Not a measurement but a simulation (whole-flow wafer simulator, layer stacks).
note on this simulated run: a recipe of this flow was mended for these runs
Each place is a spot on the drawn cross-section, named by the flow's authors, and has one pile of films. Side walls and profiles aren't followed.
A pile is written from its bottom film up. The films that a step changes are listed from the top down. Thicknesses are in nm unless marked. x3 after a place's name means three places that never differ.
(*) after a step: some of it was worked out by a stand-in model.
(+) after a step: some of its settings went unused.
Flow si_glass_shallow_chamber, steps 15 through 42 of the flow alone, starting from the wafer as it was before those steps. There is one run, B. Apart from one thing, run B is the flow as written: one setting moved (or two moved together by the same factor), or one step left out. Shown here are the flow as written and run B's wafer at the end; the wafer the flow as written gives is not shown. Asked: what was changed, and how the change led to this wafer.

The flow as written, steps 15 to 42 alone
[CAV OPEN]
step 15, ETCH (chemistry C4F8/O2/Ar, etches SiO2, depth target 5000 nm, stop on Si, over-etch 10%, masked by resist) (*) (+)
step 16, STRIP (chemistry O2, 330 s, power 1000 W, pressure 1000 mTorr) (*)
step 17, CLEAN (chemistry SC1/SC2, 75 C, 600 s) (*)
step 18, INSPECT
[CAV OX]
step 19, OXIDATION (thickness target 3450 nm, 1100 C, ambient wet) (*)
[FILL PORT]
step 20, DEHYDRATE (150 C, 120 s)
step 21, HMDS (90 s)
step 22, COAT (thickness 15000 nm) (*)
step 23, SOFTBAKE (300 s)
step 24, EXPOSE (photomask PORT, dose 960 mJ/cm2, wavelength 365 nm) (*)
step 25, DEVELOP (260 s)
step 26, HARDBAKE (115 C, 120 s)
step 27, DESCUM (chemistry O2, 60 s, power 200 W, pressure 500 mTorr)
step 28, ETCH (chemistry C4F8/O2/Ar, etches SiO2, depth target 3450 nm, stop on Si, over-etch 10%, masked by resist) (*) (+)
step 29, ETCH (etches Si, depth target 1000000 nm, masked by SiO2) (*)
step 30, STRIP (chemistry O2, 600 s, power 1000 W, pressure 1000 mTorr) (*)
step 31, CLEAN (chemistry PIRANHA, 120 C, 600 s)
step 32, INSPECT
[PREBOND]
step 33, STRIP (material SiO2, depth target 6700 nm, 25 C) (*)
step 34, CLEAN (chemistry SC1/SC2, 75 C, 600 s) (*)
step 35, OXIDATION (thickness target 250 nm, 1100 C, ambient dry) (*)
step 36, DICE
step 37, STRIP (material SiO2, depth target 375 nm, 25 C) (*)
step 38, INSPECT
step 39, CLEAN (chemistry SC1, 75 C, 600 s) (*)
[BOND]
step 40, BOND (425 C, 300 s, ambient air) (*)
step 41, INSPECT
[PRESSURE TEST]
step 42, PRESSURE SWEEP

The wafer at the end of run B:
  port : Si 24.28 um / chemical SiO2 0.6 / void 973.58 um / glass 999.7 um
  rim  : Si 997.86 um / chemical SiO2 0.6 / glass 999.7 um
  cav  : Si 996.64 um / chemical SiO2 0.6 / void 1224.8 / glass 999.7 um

What caused this: step 19, OXIDATION: thickness target 4200 nm was run, though the flow has thickness target 3450 nm.

Step by step, how the change led to this:
  step 19, OXIDATION (thickness target 3450 nm, 1100 C, ambient wet) (*)
      rim, ramp, septum, ring: SiO2 gains 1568, Si loses 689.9 (as written it would have been: SiO2 gains 1110.9, Si loses 488.8)
      cav, port: SiO2 gains 4200 (new film), chemical SiO2 loses 0.6 (all of it), Si loses 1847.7 (as written it would have been: SiO2 gains 3450 (new film), chemical SiO2 loses 0.6 (all of it), Si loses 1517.7)
  step 22, COAT (thickness 15000 nm) (*)
      rim: thick-i-line-resist gains 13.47 um (new film) (as written it would have been: thick-i-line-resist gains 13.4 um (new film))
      ramp: thick-i-line-resist gains 12.98 um (new film) (as written it would have been: thick-i-line-resist gains 12.89 um (new film))
      (also at 3 further places)
  step 23, SOFTBAKE (300 s)
      rim: thick-i-line-resist loses 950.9 (as written it would have been: thick-i-line-resist loses 997)
      ramp: thick-i-line-resist loses 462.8 (as written it would have been: thick-i-line-resist loses 487.1)
      (also at 4 further places)
  step 25, DEVELOP (260 s)
      port: thick-i-line-resist loses 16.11 um (all of it) (as written it would have been: thick-i-line-resist loses 16.16 um (all of it))
  step 28, ETCH (chemistry C4F8/O2/Ar, etches SiO2, depth target 3450 nm, stop on Si, over-etch 10%, masked by resist) (*) (+)
      port: SiO2 loses 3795 (as written it would have been: SiO2 loses 3450 (all of it), Si loses 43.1)
  step 29, ETCH (etches Si, depth target 1000000 nm, masked by SiO2) (*)
      port: SiO2 loses 405 (all of it), Si loses 972.36 um (as written it would have been: hole gains 997.05 um (new film), Si loses 997.05 um (all of it))
      rim, ramp: thick-i-line-resist loses 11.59 um (all of it), SiO2 loses 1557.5 (as written it would have been: thick-i-line-resist loses 11.47 um (all of it), SiO2 loses 1617.3)
      (also at 2 further places)
  step 30, STRIP (chemistry O2, 600 s, power 1000 W, pressure 1000 mTorr) (*)
      port: chemical SiO2 gains 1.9 (new film), Si loses 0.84 (as written it would have been: nothing)
      cav: thick-i-line-resist loses 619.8 (all of it) (as written it would have been: thick-i-line-resist loses 669.6 (all of it))
  step 33, STRIP (material SiO2, depth target 6700 nm, 25 C) (*)
      port: chemical SiO2 loses 1.9 (all of it) (as written it would have been: nothing)
      rim, ramp: SiO2 loses 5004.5 (all of it) (as written it would have been: SiO2 loses 4487.5 (all of it))
      (also at 3 further places)
  step 34, CLEAN (chemistry SC1/SC2, 75 C, 600 s) (*)
      port: chemical SiO2 gains 0.6 (new film), Si loses 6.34 (as written it would have been: nothing)
  step 35, OXIDATION (thickness target 250 nm, 1100 C, ambient dry) (*)
      port: SiO2 gains 250 (new film), chemical SiO2 loses 0.6 (all of it), Si loses 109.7 (as written it would have been: nothing)
  step 37, STRIP (material SiO2, depth target 375 nm, 25 C) (*)
      port: SiO2 loses 250 (all of it) (as written it would have been: nothing)
  step 39, CLEAN (chemistry SC1, 75 C, 600 s) (*)
      port: chemical SiO2 gains 0.6 (new film), Si loses 6.34 (as written it would have been: nothing)
  step 40, BOND (425 C, 300 s, ambient air) (*)
      port: glass gains 999.7 um (new film), void gains 973.58 um (new film) (as written it would have been: glass gains 999.7 um (new film), hole gains 1017.3)
      cav: glass gains 999.7 um (new film), void gains 1224.8 (new film) (as written it would have been: glass gains 999.7 um (new film), void gains 1095.9 (new film))
